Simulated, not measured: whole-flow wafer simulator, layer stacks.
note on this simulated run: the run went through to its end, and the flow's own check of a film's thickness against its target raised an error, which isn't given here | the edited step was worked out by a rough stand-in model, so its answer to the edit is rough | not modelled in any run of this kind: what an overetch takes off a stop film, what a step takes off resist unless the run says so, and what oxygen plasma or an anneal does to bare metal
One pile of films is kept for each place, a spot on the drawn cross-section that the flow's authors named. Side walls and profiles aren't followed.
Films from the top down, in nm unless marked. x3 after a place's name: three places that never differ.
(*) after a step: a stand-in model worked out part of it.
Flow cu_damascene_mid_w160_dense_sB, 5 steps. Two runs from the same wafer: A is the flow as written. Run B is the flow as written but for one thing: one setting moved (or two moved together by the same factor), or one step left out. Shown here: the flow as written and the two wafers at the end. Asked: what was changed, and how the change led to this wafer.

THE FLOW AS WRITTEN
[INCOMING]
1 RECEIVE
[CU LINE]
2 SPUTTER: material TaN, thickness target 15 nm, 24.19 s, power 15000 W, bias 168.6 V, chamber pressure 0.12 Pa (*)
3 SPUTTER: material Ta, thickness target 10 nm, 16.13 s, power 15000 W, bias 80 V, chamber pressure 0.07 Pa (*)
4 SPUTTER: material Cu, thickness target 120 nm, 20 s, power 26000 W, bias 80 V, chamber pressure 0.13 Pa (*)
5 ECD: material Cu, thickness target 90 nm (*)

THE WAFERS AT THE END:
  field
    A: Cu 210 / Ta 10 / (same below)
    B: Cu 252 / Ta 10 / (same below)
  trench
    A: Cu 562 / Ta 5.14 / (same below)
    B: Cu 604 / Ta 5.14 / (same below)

The cause: step 4, SPUTTER: thickness target 162 nm was run, where the flow has thickness target 120 nm; step 4, SPUTTER: 27 s was run, where the flow has 20 s.

How the change led to this, step by step:
  4 SPUTTER: material Cu, thickness target 120 nm, 20 s, power 26000 W, bias 80 V, chamber pressure 0.13 Pa (*)
      field: A Cu +120 (new film) | B Cu +162 (new film)
      trench: A Cu +62 (new film) | B Cu +83.7 (new film)
  5 ECD: material Cu, thickness target 90 nm (*)
      trench: A Cu +500 | B Cu +520.3
